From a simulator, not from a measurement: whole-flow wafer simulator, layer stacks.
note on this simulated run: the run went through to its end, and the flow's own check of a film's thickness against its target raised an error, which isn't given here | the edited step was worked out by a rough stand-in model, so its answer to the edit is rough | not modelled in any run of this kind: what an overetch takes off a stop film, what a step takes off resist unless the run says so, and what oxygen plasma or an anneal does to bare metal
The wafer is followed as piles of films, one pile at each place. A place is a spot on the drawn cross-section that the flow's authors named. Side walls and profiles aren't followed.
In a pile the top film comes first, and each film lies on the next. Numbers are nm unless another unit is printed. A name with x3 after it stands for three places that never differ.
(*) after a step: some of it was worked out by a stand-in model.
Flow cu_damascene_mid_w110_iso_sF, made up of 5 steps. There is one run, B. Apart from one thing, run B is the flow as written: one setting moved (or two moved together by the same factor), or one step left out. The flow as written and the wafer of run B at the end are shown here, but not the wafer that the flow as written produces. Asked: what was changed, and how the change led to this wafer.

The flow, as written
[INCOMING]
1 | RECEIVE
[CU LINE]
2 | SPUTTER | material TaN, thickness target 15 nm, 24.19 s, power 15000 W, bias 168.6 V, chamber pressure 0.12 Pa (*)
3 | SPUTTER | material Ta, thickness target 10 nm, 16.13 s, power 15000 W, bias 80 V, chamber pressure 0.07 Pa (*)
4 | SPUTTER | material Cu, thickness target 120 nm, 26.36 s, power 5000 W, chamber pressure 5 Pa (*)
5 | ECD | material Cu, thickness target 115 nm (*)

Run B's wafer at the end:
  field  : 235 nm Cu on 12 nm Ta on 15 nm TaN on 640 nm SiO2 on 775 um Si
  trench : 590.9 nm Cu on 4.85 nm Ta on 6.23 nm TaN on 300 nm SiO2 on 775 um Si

The reason: step 3, SPUTTER: thickness target 12 nm was run, while the flow as written has thickness target 10 nm; step 3, SPUTTER: 19.36 s was run, where the flow has 16.13 s.
One can read it off the wafer: field has Ta 12, and step 3 as written asks for 10 nm.

Step by step, how the change led to this:
  3 | SPUTTER | material Ta, thickness target 10 nm, 16.13 s, power 15000 W, bias 80 V, chamber pressure 0.07 Pa (*)
      field: +12 Ta (new film) (in the flow as written it would be: +10 Ta (new film))
      trench: +4.85 Ta (new film) (in the flow as written it would be: +4.05 Ta (new film))
